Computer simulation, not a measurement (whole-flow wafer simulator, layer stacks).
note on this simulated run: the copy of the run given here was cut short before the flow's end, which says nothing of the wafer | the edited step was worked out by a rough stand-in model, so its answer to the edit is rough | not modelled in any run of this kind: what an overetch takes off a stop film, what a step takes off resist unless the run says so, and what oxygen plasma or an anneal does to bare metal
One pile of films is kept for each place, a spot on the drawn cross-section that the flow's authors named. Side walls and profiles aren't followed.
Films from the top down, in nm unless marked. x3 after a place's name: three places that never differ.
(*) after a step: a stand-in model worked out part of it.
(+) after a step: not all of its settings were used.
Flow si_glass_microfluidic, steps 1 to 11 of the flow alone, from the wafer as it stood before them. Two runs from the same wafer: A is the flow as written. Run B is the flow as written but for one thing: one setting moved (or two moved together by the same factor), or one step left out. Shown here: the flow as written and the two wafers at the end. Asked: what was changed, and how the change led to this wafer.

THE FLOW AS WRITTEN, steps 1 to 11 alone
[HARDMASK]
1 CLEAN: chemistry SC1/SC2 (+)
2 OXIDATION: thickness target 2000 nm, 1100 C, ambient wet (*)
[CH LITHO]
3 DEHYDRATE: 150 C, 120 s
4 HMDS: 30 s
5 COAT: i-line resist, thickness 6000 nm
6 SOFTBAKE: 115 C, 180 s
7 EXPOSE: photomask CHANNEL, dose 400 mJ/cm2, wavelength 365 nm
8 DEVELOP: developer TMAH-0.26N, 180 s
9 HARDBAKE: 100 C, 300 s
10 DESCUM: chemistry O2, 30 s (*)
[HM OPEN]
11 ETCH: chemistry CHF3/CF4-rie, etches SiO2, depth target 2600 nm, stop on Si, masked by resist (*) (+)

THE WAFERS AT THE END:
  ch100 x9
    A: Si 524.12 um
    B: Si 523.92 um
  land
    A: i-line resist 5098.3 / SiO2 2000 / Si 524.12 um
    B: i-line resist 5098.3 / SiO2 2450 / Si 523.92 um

The cause: step 2, OXIDATION: thickness target 2450 nm was run, where the flow has thickness target 2000 nm.
It can be read off the wafer: land has SiO2 2450, and step 2 as written asks for 2000 nm.

How the change led to this, step by step:
  2 OXIDATION: thickness target 2000 nm, 1100 C, ambient wet (*)
      land, ch100 x9: A SiO2 +2000 (new film), chemical SiO2 -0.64 (all of it), Si -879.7 | B SiO2 +2450 (new film), chemical SiO2 -0.64 (all of it), Si -1077.7
  11 ETCH: chemistry CHF3/CF4-rie, etches SiO2, depth target 2600 nm, stop on Si, masked by resist (*) (+)
      ch100 x9: A SiO2 -2000 (all of it) | B SiO2 -2450 (all of it)
